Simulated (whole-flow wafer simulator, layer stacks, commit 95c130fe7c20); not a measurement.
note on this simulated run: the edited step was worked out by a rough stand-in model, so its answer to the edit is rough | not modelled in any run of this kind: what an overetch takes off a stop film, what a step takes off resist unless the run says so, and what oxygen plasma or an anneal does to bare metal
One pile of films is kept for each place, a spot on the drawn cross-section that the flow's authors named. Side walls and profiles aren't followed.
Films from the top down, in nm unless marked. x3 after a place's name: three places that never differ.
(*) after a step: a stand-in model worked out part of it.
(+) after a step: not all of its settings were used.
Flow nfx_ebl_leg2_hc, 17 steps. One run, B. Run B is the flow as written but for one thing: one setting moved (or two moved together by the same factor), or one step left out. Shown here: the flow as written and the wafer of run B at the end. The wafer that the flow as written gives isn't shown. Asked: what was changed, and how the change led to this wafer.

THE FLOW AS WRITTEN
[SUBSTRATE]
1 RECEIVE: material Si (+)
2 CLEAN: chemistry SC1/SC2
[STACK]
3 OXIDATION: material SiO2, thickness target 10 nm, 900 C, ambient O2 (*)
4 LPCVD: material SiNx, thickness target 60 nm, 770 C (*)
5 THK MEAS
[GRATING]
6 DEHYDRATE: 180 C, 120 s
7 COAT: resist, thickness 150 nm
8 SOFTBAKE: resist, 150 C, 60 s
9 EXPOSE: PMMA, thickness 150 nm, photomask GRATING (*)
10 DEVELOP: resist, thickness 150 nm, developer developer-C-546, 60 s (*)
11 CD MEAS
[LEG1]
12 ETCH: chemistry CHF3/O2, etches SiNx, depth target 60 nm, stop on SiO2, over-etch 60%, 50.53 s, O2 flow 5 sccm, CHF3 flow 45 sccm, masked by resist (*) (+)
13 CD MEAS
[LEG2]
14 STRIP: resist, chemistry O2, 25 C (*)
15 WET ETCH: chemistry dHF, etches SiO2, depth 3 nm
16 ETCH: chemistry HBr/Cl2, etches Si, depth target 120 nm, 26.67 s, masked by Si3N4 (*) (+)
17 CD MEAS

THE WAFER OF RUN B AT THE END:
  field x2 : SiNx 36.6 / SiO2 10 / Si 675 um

The cause: step 4, LPCVD: thickness target 48 nm was run, where the flow has thickness target 60 nm.

How the change led to this, step by step:
  4 LPCVD: material SiNx, thickness target 60 nm, 770 C (*)
      field x2, pad x2: SiNx +48 (new film) (as written it would be: SiNx +60 (new film))
  12 ETCH: chemistry CHF3/O2, etches SiNx, depth target 60 nm, stop on SiO2, over-etch 60%, 50.53 s, O2 flow 5 sccm, CHF3 flow 45 sccm, masked by resist (*) (+)
      pad x2: SiNx -48 (all of it), SiO2 -10 (all of it) (as written it would be: SiNx -60 (all of it), SiO2 -10 (all of it))
